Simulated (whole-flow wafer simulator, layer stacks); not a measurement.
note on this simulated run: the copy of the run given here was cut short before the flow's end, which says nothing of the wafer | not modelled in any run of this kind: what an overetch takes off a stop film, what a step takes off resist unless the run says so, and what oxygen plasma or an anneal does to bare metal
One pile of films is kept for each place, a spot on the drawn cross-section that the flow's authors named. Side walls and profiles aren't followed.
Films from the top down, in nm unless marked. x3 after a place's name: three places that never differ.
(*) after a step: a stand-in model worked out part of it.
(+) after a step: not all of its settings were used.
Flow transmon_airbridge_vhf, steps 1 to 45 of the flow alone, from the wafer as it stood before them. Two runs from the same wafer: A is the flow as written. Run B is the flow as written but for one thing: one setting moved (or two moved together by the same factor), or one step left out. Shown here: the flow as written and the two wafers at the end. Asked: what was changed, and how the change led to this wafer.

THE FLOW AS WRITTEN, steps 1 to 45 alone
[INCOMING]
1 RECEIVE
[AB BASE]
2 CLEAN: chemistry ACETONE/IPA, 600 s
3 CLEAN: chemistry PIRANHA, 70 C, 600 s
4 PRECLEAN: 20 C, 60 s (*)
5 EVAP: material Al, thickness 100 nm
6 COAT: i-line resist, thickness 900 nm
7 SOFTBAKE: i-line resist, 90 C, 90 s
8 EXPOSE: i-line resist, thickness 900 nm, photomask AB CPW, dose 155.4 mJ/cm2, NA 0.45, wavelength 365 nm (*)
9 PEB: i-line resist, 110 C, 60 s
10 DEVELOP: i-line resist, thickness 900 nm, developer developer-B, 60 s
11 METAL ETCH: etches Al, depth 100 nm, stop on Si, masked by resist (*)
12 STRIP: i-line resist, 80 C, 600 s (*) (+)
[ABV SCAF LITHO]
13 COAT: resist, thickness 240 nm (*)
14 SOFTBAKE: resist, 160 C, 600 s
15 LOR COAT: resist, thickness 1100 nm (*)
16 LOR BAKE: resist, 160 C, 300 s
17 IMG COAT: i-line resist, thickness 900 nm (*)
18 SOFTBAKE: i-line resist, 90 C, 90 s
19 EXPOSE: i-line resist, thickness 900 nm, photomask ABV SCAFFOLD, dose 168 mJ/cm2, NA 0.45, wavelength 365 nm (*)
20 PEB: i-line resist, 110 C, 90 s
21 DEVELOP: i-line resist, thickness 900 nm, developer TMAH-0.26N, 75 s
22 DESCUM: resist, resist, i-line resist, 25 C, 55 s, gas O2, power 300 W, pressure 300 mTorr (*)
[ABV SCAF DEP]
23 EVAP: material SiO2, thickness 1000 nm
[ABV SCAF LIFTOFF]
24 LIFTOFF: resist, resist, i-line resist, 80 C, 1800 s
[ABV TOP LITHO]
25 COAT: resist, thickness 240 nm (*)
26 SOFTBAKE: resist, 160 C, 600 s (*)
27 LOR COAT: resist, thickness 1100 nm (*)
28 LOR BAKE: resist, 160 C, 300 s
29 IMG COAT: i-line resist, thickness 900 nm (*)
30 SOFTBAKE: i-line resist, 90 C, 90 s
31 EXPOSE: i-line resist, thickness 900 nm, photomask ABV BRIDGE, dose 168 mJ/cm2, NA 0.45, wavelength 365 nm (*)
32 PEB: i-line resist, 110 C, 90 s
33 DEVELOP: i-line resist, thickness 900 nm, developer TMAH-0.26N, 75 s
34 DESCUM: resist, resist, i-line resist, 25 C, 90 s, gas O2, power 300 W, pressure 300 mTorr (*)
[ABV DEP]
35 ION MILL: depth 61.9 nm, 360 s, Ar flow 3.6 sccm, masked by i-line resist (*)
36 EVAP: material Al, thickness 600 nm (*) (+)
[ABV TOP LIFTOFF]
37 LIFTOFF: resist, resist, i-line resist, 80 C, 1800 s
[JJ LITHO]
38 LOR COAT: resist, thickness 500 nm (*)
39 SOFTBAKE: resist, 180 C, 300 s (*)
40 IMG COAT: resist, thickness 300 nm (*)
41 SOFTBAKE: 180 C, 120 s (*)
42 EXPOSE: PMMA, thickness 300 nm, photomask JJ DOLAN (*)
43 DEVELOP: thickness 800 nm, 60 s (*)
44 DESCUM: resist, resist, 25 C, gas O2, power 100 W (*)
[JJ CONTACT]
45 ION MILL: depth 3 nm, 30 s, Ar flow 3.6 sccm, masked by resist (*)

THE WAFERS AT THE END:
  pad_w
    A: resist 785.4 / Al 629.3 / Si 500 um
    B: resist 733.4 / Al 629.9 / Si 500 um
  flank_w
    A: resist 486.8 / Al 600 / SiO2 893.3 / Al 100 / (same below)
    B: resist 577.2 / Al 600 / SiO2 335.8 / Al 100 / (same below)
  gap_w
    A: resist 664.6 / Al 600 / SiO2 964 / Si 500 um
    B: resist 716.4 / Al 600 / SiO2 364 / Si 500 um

The cause: step 23, EVAP: thickness 400 nm was run, where the flow has thickness 1000 nm.

How the change led to this, step by step:
  23 EVAP: material SiO2, thickness 1000 nm
      field x3, jj_line, ground_far and 10 more: A SiO2 +1000 (new film) | B SiO2 +400 (new film)
      flank_w, flank_e: A SiO2 +929.3 (new film) | B SiO2 +371.7 (new film)
  24 LIFTOFF: resist, resist, i-line resist, 80 C, 1800 s
      field x3, jj_line, trace_open_s x2: A SiO2 -1000 (all of it), i-line resist -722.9 (all of it), resist -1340 (all of it) | B SiO2 -400 (all of it), i-line resist -722.9 (all of it), resist -1340 (all of it)
      pad_w, pad_e: A SiO2 -1000 (all of it), i-line resist -718 (all of it), resist -1330.2 (all of it) | B SiO2 -400 (all of it), i-line resist -718 (all of it), resist -1330.2 (all of it)
      (and at 1 more place)
  25 COAT: resist, thickness 240 nm (*)
      flank_w, flank_e: A resist +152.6 (new film) | B resist +175.1 (new film)
      gap_w, gap_e: A resist +210.7 (new film) | B resist +235.7 (new film)
      (and at 7 more places)
  27 LOR COAT: resist, thickness 1100 nm (*)
      gap_w, gap_e: A resist +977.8 | B resist +1064
      margin_s, margin_n: A resist +823.4 | B resist +980.9
      (and at 6 more places)
  29 IMG COAT: i-line resist, thickness 900 nm (*)
      gap_w, gap_e: A i-line resist +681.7 (new film) | B i-line resist +829.4 (new film)
      margin_s, margin_n: A i-line resist +603.2 (new film) | B i-line resist +790.2 (new film)
      (and at 7 more places)
  30 SOFTBAKE: i-line resist, 90 C, 90 s
      flank_w, flank_e: A i-line resist -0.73 | B i-line resist -0.18
  32 PEB: i-line resist, 110 C, 90 s
      pad_w, pad_e: A i-line resist -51 | B i-line resist -47.9
      flank_w, flank_e: A i-line resist -38.3 | B i-line resist -44.1
      (and at 7 more places)
  33 DEVELOP: i-line resist, thickness 900 nm, developer TMAH-0.26N, 75 s
      gap_w, gap_e: A i-line resist -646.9 (all of it), resist -977.8 | B i-line resist -786.9 (all of it), resist -1064
      pad_w: A i-line resist -937.2 (all of it), resist -1247.8 | B i-line resist -884.3 (all of it), resist -1152.6
      (and at 5 more places)
  34 DESCUM: resist, resist, i-line resist, 25 C, 90 s, gas O2, power 300 W, pressure 300 mTorr (*)
      flank_w, flank_e: A resist -152.6 (all of it) | B resist -175.1 (all of it)
      gap_w, gap_e: A resist -210.7 (all of it) | B resist -235.7 (all of it)
      (and at 4 more places)
  37 LIFTOFF: resist, resist, i-line resist, 80 C, 1800 s
      margin_s, margin_n: A Al -600 (all of it), i-line resist -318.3 (all of it), resist -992 (all of it) | B Al -600 (all of it), i-line resist -495.8 (all of it), resist -1183.3 (all of it)
      ground_far: A Al -600 (all of it), i-line resist -717.9 (all of it), resist -1384.9 (all of it) | B Al -600 (all of it), i-line resist -643.2 (all of it), resist -1360.8 (all of it)
  38 LOR COAT: resist, thickness 500 nm (*)
      pad_w, pad_e: A resist +517 (new film) | B resist +481.3 (new film)
      flank_w, flank_e: A resist +306.5 (new film) | B resist +377.9 (new film)
      (and at 6 more places)
  40 IMG COAT: resist, thickness 300 nm (*)
      pad_w, pad_e: A resist +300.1 | B resist +283.9
      flank_w, flank_e: A resist +212.1 | B resist +231.1
      (and at 6 more places)
